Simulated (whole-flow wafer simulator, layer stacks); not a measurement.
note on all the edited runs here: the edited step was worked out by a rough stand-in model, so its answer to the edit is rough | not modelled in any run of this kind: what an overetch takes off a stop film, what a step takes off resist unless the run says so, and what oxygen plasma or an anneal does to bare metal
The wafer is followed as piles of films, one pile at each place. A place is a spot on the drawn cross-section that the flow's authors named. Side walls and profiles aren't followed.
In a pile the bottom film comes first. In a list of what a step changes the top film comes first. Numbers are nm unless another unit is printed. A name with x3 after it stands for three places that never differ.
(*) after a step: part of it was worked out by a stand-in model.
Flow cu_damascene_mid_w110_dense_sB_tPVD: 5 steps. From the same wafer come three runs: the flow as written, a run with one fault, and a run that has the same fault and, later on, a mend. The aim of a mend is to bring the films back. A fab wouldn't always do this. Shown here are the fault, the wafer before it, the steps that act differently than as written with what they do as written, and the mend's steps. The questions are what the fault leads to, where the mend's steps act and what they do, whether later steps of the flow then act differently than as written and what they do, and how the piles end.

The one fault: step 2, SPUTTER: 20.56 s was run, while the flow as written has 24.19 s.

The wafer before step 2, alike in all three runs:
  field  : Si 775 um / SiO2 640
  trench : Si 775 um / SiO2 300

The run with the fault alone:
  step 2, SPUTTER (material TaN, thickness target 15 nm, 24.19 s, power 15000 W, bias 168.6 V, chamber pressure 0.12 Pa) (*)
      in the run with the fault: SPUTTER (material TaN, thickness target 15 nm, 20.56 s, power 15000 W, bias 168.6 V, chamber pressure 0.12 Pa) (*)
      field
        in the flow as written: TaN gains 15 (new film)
        in the run with the fault: TaN gains 12.7 (new film)
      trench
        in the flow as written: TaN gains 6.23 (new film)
        in the run with the fault: TaN gains 5.3 (new film)
  Every later step of the flow that is run acts as written, at every place that is followed, to within 2% or 0.5 nm, whichever is larger.
  At field, trench, the piles at the end differ from the flow's by more than 2% or 0.5 nm, whichever is larger.
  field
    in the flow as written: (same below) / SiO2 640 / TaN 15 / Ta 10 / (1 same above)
    in the run with the fault: (same below) / SiO2 640 / TaN 12.7 / Ta 10 / (1 same above)
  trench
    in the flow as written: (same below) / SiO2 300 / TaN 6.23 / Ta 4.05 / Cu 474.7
    in the run with the fault: (same below) / SiO2 300 / TaN 5.3 / Ta 4.07 / Cu 473.4

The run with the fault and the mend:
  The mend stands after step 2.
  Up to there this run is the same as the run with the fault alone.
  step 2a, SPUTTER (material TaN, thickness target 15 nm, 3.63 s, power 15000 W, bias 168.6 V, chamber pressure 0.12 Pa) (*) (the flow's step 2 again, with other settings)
      field
        TaN gains 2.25
      trench
        TaN gains 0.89
  Every later step of the flow that is run acts as written, at every place that is followed, to within 2% or 0.5 nm, whichever is larger.
  When the end is reached, the piles differ only a little from the flow's at the places that both follow, at most by 2% or 0.5 nm, whichever is larger.
